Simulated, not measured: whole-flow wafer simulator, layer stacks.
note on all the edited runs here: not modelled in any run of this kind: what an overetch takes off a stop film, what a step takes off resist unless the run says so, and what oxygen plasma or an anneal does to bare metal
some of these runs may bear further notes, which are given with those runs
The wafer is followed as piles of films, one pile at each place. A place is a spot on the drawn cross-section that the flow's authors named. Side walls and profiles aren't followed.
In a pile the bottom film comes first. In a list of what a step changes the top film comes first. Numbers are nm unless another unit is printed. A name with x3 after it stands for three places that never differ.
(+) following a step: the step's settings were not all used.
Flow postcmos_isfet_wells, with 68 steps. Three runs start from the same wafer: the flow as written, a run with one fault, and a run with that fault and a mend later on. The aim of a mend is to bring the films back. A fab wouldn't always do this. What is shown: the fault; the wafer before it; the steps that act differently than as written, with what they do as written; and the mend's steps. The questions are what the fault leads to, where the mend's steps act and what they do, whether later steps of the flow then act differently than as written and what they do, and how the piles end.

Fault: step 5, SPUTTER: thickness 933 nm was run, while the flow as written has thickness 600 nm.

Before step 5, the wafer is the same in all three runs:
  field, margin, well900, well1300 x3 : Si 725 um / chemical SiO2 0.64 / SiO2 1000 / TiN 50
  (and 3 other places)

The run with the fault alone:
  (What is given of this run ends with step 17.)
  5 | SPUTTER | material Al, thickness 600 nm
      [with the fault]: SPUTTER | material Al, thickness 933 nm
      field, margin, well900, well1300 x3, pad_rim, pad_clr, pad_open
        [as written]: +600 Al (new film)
        [with the fault]: +933 Al (new film)
  Steps later in the flow that act otherwise than as written:
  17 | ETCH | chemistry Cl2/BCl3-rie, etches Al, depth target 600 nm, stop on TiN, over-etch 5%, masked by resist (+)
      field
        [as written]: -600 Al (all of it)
        [with the fault]: -600 Al
  Once step 17 is done, the piles at field, margin, well900, well1300 x3, pad_rim, pad_clr, pad_open depart from the flow's by more than 2% or 0.5 nm, whichever is larger.
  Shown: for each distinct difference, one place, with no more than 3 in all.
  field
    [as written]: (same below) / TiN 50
    [with the fault]: (same below) / TiN 50 / Al 333
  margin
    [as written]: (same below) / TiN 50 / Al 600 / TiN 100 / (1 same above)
    [with the fault]: (same below) / TiN 50 / Al 933 / TiN 100 / (1 same above)

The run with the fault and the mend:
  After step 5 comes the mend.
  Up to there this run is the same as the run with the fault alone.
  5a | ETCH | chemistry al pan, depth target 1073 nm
      field, margin, well900, well1300 x3, pad_rim, pad_clr, pad_open
        -933 Al (all of it)
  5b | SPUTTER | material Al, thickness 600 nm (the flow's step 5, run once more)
      field, margin, well900, well1300 x3, pad_rim, pad_clr, pad_open
        +600 Al (new film)
  Every later step of the flow that is run acts as written at every place that is followed.
  At every place that both follow, the piles at the end match the flow's.
